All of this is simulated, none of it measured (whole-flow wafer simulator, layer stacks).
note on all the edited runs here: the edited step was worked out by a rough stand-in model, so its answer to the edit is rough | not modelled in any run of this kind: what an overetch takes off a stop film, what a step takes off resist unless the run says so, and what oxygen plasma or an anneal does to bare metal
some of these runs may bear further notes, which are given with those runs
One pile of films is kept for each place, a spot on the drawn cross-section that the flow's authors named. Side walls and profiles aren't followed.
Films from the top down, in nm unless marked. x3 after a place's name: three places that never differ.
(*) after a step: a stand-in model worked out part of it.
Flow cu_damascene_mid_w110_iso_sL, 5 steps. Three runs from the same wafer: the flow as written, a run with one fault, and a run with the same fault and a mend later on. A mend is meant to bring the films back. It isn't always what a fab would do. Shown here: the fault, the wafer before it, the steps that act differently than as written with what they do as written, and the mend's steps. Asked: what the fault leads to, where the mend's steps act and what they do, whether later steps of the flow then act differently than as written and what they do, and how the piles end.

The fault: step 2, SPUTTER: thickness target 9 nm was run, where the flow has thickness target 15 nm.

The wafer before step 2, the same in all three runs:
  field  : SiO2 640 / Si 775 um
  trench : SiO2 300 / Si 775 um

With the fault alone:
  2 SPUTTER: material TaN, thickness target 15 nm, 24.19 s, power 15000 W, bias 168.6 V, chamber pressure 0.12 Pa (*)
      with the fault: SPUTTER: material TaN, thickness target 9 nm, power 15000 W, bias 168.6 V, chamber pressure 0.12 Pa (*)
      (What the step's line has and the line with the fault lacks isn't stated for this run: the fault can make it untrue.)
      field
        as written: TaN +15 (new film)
        with the fault: TaN +9 (new film)
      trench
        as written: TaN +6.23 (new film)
        with the fault: TaN +3.74 (new film)
  No later step of the flow acts differently than as written, at any place that is followed, by more than 2% or 0.5 nm, whichever is larger.
  At the end the piles differ from the flow's by more than 2% or 0.5 nm, whichever is larger, at field, trench.
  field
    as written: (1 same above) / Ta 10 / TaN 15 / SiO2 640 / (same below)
    with the fault: (1 same above) / Ta 10 / TaN 9 / SiO2 640 / (same below)
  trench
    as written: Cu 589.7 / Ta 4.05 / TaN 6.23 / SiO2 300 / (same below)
    with the fault: Cu 586.1 / Ta 4.12 / TaN 3.74 / SiO2 300 / (same below)

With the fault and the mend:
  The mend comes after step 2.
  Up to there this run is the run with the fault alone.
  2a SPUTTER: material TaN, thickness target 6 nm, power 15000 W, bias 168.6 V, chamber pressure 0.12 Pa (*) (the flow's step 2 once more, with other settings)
      field
        TaN +6
      trench
        TaN +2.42
  No later step of the flow acts differently than as written, at any place that is followed, by more than 2% or 0.5 nm, whichever is larger.
  At the end the piles differ from the flow's only slightly at the places that both follow, by at most 2% or 0.5 nm, whichever is larger.
